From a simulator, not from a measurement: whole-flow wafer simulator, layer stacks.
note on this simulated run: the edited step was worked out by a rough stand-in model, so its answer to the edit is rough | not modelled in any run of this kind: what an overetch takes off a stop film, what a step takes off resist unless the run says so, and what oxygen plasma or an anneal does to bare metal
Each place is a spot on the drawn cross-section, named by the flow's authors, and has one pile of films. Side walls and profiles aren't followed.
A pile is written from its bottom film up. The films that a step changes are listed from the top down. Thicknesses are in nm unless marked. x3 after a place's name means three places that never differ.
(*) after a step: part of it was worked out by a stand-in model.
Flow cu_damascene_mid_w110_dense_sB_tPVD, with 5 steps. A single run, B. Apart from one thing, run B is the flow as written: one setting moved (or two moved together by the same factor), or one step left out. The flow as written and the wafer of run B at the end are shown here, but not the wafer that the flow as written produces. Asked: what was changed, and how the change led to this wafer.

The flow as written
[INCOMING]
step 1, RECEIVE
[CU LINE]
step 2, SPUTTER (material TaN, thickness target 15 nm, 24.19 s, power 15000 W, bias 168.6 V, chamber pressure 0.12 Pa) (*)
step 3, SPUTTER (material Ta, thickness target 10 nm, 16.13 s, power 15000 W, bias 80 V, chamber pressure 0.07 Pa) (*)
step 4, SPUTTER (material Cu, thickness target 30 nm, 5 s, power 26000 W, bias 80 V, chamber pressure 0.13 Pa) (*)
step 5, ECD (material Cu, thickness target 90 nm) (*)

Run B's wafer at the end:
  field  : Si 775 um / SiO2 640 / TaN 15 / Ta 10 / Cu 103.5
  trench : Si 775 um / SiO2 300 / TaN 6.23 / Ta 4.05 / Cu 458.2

What caused this: step 4, SPUTTER: thickness target 13.5 nm was run, though the flow has thickness target 30 nm; step 4, SPUTTER: 2.25 s was run, where the flow has 5 s.

How this came from the change, step by step:
  step 4, SPUTTER (material Cu, thickness target 30 nm, 5 s, power 26000 W, bias 80 V, chamber pressure 0.13 Pa) (*)
      field: Cu gains 13.5 (new film) (in the flow as written it would be: Cu gains 30 (new film))
      trench: Cu gains 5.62 (new film) (in the flow as written it would be: Cu gains 12.5 (new film))
  step 5, ECD (material Cu, thickness target 90 nm) (*)
      trench: Cu gains 452.6 (in the flow as written it would be: Cu gains 462.2)
